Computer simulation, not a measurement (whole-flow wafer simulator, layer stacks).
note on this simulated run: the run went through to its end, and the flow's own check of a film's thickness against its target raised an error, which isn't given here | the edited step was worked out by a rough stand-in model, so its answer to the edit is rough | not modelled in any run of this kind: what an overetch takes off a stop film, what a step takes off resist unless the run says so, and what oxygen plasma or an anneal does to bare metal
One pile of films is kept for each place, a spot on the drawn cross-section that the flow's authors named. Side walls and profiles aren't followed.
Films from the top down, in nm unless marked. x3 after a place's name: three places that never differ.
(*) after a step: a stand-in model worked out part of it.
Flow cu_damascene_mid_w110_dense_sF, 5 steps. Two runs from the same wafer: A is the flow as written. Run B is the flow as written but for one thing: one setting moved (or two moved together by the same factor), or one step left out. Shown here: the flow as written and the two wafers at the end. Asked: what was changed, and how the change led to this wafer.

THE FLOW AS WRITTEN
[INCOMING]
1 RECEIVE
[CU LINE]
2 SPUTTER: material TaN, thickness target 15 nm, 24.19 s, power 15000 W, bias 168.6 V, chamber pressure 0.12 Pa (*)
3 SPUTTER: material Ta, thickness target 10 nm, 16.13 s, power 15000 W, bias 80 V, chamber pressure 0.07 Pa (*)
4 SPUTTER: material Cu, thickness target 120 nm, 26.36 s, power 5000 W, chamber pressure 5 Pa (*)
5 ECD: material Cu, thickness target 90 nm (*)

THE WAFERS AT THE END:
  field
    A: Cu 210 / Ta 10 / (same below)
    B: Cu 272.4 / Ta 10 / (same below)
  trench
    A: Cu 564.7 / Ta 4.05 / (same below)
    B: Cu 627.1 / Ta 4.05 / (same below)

The cause: step 4, SPUTTER: 39.54 s was run, where the flow has 26.36 s.

How the change led to this, step by step:
  4 SPUTTER: material Cu, thickness target 120 nm, 26.36 s, power 5000 W, chamber pressure 5 Pa (*)
      field: A Cu +120 (new film) | B Cu +182.4 (new film)
      trench: A Cu +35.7 (new film) | B Cu +54.2 (new film)
  5 ECD: material Cu, thickness target 90 nm (*)
      trench: A Cu +529 | B Cu +572.8
